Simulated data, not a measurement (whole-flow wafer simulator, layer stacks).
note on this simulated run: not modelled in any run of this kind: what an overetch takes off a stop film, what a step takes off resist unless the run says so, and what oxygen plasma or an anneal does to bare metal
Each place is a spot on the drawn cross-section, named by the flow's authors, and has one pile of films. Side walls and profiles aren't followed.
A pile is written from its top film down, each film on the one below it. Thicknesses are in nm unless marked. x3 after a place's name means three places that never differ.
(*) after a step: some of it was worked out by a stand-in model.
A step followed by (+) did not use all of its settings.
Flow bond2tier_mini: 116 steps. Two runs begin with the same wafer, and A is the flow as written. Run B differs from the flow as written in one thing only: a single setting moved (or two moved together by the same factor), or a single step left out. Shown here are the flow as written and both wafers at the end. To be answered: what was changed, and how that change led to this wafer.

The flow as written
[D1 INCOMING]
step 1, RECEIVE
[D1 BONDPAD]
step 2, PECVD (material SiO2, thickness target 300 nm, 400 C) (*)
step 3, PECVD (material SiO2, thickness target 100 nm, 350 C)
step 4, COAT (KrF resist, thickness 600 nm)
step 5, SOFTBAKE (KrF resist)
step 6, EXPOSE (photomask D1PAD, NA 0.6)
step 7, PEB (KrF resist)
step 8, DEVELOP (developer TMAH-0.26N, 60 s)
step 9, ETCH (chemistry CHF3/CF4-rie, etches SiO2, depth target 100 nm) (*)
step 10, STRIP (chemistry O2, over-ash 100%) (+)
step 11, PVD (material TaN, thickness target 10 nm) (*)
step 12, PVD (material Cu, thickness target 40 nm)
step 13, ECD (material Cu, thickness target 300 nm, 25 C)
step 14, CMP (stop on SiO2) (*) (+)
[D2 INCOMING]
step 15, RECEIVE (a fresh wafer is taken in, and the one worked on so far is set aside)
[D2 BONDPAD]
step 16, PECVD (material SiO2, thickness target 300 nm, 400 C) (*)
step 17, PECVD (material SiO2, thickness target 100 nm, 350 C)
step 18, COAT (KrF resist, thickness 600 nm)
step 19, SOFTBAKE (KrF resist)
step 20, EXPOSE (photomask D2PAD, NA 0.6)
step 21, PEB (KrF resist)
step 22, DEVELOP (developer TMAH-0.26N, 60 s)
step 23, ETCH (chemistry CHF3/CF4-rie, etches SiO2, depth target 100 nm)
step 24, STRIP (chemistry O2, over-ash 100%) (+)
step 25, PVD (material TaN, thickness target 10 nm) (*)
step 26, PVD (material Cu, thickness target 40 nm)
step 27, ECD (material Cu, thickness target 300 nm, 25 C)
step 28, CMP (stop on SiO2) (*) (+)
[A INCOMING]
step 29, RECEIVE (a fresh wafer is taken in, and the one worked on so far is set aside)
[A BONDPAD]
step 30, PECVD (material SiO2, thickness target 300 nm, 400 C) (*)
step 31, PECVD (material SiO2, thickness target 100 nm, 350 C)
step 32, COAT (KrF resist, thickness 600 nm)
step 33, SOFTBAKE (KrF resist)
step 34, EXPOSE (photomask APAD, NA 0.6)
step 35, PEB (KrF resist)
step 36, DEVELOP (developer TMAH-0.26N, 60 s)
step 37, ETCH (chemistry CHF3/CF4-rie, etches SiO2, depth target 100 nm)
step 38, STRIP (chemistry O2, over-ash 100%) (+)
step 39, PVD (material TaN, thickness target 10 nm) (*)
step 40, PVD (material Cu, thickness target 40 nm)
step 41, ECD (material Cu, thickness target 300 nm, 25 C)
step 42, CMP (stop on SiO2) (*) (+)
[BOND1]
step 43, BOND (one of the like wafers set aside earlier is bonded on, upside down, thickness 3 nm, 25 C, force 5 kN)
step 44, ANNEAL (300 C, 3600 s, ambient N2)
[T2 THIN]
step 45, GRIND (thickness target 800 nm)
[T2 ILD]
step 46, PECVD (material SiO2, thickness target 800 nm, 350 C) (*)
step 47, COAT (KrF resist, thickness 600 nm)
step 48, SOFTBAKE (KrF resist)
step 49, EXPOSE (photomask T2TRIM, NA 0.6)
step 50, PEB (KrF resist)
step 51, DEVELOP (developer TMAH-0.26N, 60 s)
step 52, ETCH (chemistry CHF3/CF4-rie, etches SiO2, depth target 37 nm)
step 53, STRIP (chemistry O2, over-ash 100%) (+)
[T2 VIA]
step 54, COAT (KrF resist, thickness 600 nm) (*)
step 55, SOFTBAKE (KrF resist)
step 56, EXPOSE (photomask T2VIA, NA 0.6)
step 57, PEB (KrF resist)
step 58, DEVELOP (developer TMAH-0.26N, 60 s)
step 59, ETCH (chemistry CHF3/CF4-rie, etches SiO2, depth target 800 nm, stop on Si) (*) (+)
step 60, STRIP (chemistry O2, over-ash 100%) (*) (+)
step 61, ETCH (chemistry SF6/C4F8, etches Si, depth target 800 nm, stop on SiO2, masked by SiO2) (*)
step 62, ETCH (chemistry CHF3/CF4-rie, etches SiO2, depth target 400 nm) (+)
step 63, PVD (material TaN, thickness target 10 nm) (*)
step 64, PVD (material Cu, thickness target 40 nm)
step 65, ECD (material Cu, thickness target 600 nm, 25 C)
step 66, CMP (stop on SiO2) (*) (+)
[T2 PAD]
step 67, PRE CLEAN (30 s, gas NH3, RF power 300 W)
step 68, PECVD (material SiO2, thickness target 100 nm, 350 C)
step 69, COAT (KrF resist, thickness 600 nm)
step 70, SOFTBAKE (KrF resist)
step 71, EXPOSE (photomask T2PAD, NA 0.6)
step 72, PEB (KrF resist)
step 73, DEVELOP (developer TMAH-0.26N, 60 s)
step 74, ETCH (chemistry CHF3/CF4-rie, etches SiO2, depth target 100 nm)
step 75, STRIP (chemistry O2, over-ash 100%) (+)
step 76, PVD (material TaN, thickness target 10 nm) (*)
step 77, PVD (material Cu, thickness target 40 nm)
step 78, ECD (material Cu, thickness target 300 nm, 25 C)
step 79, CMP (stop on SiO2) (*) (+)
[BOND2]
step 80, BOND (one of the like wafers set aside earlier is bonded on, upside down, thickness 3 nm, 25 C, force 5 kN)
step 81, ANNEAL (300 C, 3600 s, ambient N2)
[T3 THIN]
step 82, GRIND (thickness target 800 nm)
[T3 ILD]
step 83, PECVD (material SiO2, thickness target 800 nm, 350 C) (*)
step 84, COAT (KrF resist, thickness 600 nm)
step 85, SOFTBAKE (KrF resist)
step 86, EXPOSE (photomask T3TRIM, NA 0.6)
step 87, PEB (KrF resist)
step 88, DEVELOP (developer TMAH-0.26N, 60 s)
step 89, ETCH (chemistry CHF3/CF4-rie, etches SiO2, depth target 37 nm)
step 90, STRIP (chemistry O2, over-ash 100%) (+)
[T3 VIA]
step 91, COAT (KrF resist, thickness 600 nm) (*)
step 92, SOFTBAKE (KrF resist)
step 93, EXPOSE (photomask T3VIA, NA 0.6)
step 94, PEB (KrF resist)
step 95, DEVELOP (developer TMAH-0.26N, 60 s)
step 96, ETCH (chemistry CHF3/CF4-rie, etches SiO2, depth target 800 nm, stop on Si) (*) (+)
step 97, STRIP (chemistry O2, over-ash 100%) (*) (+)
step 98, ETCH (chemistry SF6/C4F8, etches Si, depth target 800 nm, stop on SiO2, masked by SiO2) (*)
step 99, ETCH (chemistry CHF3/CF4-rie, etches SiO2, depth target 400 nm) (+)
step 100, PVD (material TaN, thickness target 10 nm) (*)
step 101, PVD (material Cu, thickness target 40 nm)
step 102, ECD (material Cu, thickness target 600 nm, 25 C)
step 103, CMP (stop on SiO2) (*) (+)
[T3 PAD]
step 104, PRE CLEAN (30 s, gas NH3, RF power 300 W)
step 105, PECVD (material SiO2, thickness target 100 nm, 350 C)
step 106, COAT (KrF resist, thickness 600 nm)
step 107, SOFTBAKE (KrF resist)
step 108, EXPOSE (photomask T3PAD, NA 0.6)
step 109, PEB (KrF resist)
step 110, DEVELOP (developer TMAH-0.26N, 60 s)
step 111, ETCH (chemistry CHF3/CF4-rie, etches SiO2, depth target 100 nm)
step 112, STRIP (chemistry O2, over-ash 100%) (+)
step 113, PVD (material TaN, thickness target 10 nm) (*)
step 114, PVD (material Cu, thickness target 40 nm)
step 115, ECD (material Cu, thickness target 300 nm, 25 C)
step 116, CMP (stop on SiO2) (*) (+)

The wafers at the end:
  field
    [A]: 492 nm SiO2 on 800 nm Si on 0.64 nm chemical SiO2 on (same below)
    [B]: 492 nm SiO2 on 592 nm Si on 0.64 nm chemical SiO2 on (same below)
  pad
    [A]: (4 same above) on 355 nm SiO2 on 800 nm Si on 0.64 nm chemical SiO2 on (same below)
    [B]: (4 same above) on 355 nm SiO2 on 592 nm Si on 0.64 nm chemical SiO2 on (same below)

What caused this: step 82, GRIND: thickness target 592 nm was run, while the flow as written has thickness target 800 nm.
The wafer lets one read it off: field has Si 592, and step 82 as written asks for 800 nm.

Step by step, how the change led to this:
  step 82, GRIND (thickness target 800 nm)
      field, pad: A Si loses 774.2 um | B Si loses 774.41 um
